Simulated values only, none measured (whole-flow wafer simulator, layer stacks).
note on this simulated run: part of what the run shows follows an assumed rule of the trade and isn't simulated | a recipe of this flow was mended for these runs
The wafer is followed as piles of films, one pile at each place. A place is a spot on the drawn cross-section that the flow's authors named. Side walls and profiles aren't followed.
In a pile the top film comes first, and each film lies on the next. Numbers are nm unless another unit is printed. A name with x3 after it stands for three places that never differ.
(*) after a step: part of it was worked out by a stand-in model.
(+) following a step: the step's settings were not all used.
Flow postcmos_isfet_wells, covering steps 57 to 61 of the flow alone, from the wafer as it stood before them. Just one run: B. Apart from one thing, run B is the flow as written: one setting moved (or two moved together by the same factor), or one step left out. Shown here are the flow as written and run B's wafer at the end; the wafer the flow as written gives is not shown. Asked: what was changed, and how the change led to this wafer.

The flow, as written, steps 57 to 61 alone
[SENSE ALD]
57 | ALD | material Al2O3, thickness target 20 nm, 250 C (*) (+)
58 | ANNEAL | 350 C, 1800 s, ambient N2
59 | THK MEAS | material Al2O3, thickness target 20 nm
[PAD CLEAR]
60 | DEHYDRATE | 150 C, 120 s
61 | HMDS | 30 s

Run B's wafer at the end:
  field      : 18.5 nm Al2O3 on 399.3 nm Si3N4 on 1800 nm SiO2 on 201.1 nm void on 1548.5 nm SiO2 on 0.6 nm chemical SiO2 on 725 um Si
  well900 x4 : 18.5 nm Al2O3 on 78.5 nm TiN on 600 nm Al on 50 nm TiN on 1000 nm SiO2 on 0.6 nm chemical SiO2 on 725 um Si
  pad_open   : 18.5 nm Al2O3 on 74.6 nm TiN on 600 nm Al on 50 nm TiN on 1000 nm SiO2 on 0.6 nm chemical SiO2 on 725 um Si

What caused this: step 57, ALD: thickness target 18.48 nm was run, though the flow has thickness target 20 nm.
The wafer lets one read it off: field has Al2O3 18.5, and step 57 as written asks for 20 nm.

How this came from the change, step by step:
  57 | ALD | material Al2O3, thickness target 20 nm, 250 C (*) (+)
      field, margin x3, well900 x4, pad_open: +18.5 Al2O3 (new film) (as written it would have been: +20 Al2O3 (new film))
